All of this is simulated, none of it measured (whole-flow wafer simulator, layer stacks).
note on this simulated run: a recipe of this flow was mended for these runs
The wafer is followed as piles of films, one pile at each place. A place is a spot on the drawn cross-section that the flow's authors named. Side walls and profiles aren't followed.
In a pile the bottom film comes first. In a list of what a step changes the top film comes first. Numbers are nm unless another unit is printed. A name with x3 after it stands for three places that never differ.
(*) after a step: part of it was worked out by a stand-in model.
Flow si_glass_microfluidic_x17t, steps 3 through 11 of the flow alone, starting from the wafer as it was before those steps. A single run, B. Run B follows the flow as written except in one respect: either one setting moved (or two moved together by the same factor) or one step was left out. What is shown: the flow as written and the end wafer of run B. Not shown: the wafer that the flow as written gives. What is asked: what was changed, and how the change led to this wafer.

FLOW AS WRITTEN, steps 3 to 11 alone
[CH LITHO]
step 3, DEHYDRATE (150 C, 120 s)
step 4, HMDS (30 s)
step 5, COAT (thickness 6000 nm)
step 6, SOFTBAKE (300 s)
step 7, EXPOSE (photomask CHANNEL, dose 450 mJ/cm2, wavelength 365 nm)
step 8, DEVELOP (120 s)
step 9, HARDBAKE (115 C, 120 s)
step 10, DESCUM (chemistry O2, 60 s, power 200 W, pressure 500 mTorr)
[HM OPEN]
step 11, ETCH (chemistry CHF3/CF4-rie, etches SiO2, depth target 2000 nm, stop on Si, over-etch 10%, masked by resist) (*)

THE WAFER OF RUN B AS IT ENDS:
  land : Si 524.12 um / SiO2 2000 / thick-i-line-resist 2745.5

The reason: step 5, COAT: thickness 3559 nm was run, though the flow has thickness 6000 nm.

The path from the change to this, step by step:
  step 5, COAT (thickness 6000 nm)
      land, tr110 x3: thick-i-line-resist gains 3559 (new film) (as written it would have been: thick-i-line-resist gains 6000 (new film))
  step 8, DEVELOP (120 s)
      tr110 x3: thick-i-line-resist loses 3559 (all of it) (as written it would have been: thick-i-line-resist loses 6000 (all of it))
  step 9, HARDBAKE (115 C, 120 s)
      land: thick-i-line-resist loses 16 (as written it would have been: thick-i-line-resist loses 33.5)
